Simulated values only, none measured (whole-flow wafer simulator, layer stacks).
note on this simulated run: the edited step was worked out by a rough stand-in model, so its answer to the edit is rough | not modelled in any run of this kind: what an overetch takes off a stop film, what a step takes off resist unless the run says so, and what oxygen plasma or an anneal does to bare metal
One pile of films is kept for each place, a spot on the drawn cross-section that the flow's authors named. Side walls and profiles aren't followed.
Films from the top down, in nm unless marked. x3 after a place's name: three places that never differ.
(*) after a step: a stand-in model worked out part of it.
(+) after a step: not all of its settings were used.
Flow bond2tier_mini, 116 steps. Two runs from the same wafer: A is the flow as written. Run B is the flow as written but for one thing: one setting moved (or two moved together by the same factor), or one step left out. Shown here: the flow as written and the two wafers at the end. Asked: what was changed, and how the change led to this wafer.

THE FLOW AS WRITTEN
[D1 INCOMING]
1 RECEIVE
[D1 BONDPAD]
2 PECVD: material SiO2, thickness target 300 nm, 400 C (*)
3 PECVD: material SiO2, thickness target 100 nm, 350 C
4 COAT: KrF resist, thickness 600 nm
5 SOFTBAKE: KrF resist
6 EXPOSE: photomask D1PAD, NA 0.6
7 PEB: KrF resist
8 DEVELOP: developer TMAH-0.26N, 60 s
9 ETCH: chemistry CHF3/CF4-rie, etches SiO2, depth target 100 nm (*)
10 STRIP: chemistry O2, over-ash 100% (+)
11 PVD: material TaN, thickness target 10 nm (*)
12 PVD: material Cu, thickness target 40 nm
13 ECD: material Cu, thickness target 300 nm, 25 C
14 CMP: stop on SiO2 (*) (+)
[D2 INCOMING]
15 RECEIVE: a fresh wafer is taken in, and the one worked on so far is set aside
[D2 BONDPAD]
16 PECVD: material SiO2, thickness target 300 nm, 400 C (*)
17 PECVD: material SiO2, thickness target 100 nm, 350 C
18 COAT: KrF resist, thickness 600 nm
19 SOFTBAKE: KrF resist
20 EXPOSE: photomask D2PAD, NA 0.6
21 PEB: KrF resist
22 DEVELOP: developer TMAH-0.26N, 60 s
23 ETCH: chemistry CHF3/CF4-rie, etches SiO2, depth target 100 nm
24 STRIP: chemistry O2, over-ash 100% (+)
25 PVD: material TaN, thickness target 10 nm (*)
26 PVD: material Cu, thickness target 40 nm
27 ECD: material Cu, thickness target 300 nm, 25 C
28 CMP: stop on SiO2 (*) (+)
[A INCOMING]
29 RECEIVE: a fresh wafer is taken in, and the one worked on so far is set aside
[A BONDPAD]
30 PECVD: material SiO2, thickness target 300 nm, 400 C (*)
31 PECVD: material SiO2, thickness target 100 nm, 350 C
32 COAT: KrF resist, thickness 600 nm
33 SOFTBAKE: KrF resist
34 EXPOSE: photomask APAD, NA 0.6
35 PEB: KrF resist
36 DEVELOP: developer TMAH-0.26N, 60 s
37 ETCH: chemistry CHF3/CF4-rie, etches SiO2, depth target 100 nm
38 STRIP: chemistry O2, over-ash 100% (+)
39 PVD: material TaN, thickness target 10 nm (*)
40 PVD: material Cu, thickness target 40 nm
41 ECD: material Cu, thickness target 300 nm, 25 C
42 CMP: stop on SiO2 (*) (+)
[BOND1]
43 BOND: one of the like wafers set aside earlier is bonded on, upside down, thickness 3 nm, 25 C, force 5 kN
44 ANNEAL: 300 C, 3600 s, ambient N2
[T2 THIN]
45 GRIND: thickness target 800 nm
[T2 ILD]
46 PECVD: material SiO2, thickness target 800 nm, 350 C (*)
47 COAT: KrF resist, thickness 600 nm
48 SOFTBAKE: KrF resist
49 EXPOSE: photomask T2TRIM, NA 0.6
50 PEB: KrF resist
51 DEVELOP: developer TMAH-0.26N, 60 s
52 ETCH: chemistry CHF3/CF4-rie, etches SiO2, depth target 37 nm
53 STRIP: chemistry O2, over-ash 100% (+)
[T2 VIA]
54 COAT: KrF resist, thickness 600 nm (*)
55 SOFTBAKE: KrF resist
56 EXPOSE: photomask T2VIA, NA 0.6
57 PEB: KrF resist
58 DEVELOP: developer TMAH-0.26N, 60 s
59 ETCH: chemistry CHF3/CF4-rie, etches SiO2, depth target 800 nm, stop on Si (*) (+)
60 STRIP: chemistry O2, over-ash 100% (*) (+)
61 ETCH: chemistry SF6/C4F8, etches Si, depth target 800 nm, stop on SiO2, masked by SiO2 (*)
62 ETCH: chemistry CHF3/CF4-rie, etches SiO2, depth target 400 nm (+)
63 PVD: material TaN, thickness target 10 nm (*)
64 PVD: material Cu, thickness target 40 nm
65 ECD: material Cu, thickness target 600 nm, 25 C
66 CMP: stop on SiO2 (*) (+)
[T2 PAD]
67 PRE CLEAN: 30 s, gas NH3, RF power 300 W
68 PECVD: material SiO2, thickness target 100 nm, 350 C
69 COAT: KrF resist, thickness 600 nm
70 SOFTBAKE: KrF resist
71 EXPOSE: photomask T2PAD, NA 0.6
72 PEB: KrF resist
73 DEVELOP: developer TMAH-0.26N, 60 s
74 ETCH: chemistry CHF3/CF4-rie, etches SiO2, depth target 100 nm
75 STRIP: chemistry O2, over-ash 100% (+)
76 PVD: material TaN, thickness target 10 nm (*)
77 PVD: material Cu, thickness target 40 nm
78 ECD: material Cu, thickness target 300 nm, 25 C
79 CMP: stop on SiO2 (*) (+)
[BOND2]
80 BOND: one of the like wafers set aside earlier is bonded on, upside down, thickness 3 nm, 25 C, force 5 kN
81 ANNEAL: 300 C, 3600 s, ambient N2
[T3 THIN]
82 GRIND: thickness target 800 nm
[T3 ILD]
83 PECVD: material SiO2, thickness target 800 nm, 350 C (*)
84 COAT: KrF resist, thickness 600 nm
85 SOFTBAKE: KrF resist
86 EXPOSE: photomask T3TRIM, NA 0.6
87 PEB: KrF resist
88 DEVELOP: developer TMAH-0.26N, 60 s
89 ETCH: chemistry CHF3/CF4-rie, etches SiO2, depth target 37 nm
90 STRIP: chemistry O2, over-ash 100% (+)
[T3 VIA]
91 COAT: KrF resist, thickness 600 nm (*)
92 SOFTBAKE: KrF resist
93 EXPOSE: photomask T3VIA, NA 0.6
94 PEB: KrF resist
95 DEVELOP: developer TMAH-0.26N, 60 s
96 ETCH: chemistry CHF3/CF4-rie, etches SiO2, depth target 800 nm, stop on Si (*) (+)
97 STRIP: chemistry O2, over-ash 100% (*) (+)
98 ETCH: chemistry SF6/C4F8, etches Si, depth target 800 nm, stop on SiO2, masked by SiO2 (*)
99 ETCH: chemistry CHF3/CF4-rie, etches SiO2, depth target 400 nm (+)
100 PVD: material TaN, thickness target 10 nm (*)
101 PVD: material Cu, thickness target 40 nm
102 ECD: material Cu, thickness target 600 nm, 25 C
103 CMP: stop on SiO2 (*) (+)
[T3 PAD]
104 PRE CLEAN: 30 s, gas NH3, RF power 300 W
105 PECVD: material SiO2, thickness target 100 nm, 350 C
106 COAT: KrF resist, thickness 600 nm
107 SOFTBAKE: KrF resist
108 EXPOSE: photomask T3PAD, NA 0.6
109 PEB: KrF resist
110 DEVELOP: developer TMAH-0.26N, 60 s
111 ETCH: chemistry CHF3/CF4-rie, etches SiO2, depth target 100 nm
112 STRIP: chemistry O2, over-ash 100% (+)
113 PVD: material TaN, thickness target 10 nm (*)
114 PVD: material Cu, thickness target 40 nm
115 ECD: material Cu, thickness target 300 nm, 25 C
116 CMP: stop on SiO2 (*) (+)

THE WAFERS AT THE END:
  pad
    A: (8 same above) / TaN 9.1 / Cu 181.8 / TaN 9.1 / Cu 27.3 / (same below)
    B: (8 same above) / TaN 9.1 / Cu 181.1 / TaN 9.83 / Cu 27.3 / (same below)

The cause: step 76, PVD: thickness target 10.8 nm was run, where the flow has thickness target 10 nm.

How the change led to this, step by step:
  76 PVD: material TaN, thickness target 10 nm (*)
      field: A TaN +10 (new film) | B TaN +10.8 (new film)
      pad: A TaN +9.1 (new film) | B TaN +9.83 (new film)
  79 CMP: stop on SiO2 (*) (+)
      field: A Cu -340 (all of it), TaN -10 (all of it) | B Cu -340 (all of it), TaN -10.8 (all of it)
